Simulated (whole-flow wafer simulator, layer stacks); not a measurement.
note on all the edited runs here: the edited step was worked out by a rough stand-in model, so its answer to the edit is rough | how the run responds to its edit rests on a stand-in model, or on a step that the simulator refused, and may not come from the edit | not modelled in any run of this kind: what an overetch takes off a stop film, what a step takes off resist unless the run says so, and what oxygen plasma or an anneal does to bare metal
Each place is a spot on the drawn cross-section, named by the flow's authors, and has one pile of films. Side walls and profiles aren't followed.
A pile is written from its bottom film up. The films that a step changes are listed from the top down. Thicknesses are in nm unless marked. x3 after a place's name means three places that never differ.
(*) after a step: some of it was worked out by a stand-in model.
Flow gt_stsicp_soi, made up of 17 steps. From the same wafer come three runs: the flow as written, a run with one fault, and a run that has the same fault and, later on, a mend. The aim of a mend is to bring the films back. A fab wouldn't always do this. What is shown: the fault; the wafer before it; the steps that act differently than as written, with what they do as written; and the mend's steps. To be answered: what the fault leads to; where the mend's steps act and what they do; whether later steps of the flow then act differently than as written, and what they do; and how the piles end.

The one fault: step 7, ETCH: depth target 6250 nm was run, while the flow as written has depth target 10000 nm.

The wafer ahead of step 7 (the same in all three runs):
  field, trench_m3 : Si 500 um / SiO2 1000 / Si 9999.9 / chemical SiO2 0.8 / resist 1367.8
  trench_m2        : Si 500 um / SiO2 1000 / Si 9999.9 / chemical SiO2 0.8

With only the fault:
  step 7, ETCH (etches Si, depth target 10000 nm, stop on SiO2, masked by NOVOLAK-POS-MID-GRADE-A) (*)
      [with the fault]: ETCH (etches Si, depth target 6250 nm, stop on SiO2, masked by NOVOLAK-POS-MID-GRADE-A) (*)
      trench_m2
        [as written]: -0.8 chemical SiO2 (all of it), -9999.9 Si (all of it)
        [with the fault]: -0.8 chemical SiO2 (all of it), -6250 Si
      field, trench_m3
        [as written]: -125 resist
        [with the fault]: -78.1 resist
  Steps later in the flow that act otherwise than as written (1 more step, not shown, differs only slightly: by at most 2% or 0.5 nm, whichever is larger):
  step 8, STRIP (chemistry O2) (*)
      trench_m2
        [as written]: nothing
        [with the fault]: +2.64 chemical SiO2 (new film), -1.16 Si
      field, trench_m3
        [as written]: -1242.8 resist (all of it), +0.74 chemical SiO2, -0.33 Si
        [with the fault]: -1289.7 resist (all of it), +0.75 chemical SiO2, -0.33 Si
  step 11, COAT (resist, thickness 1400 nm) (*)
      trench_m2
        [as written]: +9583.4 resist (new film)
        [with the fault]: +6584.1 resist (new film)
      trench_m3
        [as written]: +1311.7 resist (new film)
        [with the fault]: +1344.7 resist (new film)
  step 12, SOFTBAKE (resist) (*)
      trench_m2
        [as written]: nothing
        [with the fault]: +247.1 resist
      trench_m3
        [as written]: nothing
        [with the fault]: +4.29 resist
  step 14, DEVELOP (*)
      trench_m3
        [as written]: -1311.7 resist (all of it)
        [with the fault]: -1349 resist (all of it)
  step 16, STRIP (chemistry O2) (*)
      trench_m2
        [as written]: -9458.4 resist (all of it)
        [with the fault]: -6706.3 resist (all of it), +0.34 chemical SiO2, -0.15 Si
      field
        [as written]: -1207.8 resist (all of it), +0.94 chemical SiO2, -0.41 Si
        [with the fault]: -1233.3 resist (all of it), +0.78 chemical SiO2, -0.34 Si
  At trench_m2, the piles at the end differ from the flow's by more than 2% or 0.5 nm, whichever is larger.
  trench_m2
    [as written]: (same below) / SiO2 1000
    [with the fault]: (same below) / SiO2 1000 / Si 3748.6 / chemical SiO2 2.97

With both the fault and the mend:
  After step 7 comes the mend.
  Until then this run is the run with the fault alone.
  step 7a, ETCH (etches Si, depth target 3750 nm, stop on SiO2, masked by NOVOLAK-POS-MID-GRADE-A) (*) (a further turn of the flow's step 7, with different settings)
      field, trench_m3
        -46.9 resist
      trench_m2
        -3749.9 Si (all of it)
  Every later step of the flow that is run acts as written at every place that is followed.
  The piles end the same as the flow's at every place that both follow.
